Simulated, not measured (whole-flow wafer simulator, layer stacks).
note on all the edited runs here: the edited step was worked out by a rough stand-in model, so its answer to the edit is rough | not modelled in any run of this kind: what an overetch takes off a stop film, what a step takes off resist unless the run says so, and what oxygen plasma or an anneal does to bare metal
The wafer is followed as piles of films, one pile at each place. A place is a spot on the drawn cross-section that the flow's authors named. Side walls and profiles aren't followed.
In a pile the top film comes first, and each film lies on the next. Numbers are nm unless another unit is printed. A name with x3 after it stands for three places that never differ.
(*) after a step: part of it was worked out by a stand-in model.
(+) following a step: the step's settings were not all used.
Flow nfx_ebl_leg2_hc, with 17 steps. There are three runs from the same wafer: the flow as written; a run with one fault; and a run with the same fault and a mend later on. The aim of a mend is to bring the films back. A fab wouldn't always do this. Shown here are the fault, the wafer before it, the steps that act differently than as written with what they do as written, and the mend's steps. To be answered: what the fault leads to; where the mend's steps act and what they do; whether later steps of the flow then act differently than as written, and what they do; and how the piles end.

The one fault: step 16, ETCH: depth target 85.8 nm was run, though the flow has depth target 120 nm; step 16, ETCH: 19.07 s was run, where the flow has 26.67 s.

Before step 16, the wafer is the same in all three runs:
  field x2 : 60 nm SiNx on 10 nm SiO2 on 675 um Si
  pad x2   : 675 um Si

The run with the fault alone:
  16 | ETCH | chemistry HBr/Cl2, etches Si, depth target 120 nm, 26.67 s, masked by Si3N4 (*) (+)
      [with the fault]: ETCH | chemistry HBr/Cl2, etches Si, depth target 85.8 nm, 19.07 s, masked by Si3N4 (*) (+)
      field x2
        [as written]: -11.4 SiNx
        [with the fault]: -8.17 SiNx
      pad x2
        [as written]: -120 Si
        [with the fault]: -85.8 Si
  Later steps of the flow that are run all act as written at every place that is followed.
  The piles end different from the flow's at field x2 by more than 2% or 0.5 nm, whichever is larger.
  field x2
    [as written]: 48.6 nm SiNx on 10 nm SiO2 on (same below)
    [with the fault]: 51.8 nm SiNx on 10 nm SiO2 on (same below)

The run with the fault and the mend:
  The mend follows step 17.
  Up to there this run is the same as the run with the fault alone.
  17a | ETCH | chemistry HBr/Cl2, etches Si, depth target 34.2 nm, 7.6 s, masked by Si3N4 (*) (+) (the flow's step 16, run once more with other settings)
      field x2
        -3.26 SiNx
      pad x2
        -34.2 Si
  Later steps of the flow that are run all act as written at every place that is followed.
  By the end, the piles equal the flow's at every place that both follow.
